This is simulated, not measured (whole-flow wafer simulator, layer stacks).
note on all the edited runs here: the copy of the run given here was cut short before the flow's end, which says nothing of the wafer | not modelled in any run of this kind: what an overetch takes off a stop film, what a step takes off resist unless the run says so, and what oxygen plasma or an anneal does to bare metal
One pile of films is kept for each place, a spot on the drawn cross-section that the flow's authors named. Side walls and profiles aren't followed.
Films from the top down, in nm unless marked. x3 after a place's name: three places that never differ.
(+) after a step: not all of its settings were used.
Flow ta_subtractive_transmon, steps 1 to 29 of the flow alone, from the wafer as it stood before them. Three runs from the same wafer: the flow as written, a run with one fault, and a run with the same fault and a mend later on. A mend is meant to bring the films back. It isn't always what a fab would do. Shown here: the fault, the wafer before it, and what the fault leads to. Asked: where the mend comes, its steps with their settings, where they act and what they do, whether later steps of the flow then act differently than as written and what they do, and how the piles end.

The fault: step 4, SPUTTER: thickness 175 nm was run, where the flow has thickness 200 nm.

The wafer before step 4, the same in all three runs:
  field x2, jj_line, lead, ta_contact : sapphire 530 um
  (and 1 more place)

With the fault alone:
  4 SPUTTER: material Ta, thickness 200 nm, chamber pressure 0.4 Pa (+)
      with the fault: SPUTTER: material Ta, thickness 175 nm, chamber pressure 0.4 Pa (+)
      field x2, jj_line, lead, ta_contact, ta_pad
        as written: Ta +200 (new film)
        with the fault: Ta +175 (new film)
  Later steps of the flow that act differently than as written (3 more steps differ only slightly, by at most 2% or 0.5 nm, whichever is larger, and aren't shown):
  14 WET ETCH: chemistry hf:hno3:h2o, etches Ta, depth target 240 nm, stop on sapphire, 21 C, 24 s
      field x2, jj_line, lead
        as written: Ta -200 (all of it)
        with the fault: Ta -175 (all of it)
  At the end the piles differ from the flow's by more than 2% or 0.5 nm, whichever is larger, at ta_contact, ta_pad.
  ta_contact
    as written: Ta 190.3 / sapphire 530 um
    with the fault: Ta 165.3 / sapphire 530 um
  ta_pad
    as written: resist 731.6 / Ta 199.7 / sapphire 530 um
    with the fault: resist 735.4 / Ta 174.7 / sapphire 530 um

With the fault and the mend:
  The mend comes after step 5.
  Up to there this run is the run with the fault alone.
  5a SPUTTER: material Ta, thickness 25 nm, chamber pressure 0.4 Pa (+) (the flow's step 4 once more, with other settings)
      field x2, jj_line, lead, ta_contact, ta_pad
        Ta +25
  No later step of the flow acts differently than as written at any place that is followed.
  At the end the piles are the same as the flow's at every place that both follow.
